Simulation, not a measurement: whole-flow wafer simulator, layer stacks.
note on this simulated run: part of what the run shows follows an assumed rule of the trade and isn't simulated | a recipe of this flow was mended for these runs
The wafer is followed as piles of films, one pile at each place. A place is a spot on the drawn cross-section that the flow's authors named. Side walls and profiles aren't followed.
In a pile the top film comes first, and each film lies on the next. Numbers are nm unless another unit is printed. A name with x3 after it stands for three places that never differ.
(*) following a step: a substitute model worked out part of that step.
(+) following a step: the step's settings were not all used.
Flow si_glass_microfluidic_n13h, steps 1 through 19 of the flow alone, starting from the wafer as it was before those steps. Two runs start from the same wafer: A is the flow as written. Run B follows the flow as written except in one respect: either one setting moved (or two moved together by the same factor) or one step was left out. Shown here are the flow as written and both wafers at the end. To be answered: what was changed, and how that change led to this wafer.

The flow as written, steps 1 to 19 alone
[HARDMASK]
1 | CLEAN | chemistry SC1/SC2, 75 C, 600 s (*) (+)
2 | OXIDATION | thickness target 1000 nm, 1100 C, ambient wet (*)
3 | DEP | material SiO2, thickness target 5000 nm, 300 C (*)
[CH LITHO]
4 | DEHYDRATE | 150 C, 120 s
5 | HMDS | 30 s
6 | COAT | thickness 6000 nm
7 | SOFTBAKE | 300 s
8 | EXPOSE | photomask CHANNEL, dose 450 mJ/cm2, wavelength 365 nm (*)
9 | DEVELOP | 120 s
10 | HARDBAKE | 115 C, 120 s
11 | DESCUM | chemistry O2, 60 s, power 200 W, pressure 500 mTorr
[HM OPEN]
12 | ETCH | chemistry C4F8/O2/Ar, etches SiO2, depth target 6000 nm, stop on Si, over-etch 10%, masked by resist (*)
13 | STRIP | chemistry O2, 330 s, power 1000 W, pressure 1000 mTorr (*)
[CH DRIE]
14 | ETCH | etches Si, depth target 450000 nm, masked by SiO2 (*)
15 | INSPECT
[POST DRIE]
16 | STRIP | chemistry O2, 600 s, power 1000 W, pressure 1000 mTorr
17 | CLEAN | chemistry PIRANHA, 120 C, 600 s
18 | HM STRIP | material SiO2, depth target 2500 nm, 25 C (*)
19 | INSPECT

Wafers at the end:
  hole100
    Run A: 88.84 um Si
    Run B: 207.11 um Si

The reason: step 3, DEP: thickness target 6388 nm was run, though the flow has thickness target 5000 nm.

Step by step, how the change led to this:
  3 | DEP | material SiO2, thickness target 5000 nm, 300 C (*)
      land, hole100: A SiO2 gains 5000 | B SiO2 gains 6388
  12 | ETCH | chemistry C4F8/O2/Ar, etches SiO2, depth target 6000 nm, stop on Si, over-etch 10%, masked by resist (*)
      hole100: A SiO2 loses 6000 (all of it), Si loses 75 | B SiO2 loses 6600
  13 | STRIP | chemistry O2, 330 s, power 1000 W, pressure 1000 mTorr (*)
      hole100: A chemical SiO2 gains 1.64 (new film), Si loses 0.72 | B nothing
  14 | ETCH | etches Si, depth target 450000 nm, masked by SiO2 (*)
      hole100: A chemical SiO2 loses 1.64 (all of it), Si loses 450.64 um | B SiO2 loses 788 (all of it), Si loses 332.44 um
  18 | HM STRIP | material SiO2, depth target 2500 nm, 25 C (*)
      land: A SiO2 loses 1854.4 (all of it) | B SiO2 loses 3238.8 (all of it)
